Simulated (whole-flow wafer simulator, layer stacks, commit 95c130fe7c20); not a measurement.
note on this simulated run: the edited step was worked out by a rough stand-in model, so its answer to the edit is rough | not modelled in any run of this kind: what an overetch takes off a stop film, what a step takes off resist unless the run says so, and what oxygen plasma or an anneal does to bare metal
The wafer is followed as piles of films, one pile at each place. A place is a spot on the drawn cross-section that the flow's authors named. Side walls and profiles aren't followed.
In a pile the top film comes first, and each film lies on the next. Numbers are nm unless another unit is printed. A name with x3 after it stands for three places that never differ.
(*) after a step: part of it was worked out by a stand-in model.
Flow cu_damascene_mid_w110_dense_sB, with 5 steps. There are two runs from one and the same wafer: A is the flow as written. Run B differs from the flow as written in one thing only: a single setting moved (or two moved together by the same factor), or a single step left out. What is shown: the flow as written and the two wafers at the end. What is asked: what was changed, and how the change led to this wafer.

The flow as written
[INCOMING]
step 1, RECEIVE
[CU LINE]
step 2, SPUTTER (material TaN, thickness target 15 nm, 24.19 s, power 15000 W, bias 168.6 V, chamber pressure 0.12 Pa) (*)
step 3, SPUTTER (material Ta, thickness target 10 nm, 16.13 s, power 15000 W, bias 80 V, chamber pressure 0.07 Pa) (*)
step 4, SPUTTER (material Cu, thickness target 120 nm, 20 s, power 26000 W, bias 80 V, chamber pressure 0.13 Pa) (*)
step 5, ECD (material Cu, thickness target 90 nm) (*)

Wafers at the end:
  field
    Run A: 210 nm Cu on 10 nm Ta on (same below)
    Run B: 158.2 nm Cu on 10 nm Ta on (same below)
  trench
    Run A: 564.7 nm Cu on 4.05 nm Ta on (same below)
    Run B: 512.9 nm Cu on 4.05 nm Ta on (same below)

Cause: step 5, ECD: thickness target 38.2 nm was run, whereas the flow has thickness target 90 nm.

Step by step, how the change led to this:
  step 5, ECD (material Cu, thickness target 90 nm) (*)
      field: A Cu gains 90 | B Cu gains 38.2
      trench: A Cu gains 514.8 | B Cu gains 463
